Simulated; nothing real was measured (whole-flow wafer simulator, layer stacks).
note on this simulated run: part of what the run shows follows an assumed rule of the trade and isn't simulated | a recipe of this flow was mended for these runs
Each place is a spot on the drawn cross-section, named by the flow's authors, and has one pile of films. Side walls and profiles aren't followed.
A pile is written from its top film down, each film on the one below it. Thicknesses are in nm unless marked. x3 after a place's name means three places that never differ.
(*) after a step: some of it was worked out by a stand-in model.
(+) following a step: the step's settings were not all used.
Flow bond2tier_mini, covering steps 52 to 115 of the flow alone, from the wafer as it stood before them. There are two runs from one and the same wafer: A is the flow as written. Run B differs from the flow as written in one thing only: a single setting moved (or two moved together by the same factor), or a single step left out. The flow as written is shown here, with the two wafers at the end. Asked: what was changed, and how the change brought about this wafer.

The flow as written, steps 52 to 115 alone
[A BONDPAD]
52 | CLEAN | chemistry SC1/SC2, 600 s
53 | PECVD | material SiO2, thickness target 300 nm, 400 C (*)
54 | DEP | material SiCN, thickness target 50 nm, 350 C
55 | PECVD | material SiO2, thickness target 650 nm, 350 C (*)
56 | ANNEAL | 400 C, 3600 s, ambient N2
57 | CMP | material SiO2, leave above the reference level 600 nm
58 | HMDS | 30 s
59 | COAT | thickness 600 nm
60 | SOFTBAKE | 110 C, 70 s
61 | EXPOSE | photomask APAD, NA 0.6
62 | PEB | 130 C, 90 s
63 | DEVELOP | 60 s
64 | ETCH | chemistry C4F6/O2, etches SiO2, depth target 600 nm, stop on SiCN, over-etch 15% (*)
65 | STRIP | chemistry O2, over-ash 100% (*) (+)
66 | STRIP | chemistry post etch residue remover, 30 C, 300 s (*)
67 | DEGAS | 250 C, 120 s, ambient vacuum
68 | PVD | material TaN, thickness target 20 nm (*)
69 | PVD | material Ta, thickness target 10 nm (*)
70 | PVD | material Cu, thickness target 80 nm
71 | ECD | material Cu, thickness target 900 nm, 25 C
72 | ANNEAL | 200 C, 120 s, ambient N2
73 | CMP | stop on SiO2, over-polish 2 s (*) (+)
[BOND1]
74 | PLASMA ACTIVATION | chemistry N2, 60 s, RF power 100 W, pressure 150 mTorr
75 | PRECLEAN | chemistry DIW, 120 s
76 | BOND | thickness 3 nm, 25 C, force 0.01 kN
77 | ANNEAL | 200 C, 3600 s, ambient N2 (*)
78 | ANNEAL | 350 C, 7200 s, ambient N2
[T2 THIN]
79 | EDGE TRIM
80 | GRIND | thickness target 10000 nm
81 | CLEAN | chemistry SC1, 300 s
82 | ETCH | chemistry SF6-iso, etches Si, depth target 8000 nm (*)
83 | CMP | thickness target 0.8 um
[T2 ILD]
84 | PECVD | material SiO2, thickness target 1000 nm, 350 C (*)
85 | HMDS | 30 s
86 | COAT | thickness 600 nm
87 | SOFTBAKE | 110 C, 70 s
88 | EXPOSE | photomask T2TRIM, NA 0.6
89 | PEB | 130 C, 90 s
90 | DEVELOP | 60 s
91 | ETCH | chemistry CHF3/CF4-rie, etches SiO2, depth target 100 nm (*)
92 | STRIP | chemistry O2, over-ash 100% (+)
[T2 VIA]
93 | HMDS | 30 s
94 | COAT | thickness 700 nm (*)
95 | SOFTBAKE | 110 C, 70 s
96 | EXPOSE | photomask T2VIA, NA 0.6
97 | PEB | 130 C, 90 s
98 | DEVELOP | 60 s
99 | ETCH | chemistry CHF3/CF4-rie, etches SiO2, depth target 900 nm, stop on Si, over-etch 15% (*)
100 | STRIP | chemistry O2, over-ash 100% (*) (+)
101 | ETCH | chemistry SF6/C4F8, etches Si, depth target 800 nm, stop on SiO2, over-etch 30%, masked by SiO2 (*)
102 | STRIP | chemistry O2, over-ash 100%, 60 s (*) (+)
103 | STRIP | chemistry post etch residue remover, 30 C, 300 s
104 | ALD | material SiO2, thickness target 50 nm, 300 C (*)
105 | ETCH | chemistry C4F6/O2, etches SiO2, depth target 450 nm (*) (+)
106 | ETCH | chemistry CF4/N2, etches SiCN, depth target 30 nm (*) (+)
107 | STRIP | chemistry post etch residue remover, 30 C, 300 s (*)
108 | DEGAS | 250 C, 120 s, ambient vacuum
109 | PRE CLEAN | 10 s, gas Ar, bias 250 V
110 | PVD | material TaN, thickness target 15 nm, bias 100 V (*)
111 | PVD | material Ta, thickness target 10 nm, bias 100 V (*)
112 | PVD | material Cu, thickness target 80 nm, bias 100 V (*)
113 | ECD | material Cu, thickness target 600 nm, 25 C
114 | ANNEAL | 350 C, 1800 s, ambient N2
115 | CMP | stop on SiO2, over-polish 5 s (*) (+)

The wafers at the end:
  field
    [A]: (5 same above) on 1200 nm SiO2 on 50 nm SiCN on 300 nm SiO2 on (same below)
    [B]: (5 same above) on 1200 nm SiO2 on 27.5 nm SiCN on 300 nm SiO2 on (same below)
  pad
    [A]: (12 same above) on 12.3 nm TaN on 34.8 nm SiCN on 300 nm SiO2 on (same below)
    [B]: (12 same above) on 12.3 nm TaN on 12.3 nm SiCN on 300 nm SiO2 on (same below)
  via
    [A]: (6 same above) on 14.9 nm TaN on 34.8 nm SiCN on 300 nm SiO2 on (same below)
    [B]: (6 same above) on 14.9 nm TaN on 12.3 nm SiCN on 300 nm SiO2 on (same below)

The reason: step 54, DEP: thickness target 27.5 nm was run, whereas the flow has thickness target 50 nm.
The wafer itself shows it: field has SiCN 27.5, and step 54 as written asks for 50 nm.

The path from the change to this, step by step:
  54 | DEP | material SiCN, thickness target 50 nm, 350 C
      field, pad, via: A +50 SiCN (new film) | B +27.5 SiCN (new film)
